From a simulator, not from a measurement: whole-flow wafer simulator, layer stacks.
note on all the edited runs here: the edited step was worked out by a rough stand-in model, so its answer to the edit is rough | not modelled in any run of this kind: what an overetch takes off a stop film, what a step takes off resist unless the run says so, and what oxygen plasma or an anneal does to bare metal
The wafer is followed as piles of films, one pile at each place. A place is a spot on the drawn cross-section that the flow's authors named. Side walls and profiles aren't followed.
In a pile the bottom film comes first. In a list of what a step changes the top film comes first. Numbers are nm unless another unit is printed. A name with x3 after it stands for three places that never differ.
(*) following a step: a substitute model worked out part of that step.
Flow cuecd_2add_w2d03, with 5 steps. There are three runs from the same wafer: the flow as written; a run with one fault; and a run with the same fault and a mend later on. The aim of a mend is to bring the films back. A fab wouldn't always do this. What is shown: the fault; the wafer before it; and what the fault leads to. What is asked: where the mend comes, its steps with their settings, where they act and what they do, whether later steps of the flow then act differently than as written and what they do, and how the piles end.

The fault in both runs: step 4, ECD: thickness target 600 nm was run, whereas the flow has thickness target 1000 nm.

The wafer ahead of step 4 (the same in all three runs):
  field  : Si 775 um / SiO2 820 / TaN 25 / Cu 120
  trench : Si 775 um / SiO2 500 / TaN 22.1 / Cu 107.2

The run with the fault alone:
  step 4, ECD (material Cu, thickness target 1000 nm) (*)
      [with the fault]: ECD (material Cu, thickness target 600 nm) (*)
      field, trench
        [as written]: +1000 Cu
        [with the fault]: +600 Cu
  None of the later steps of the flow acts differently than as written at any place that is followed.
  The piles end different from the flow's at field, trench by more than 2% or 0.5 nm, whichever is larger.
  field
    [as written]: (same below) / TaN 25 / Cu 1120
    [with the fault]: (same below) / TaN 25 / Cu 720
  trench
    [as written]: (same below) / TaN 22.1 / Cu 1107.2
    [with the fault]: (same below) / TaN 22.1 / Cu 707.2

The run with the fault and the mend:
  After step 5 comes the mend.
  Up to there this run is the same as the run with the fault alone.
  step 5a, ECD (material Cu, thickness target 400 nm) (*) (the flow's step 4 again, with other settings)
      field, trench
        +400 Cu
  None of the later steps of the flow acts differently than as written at any place that is followed.
  At every place that both follow, the piles at the end match the flow's.
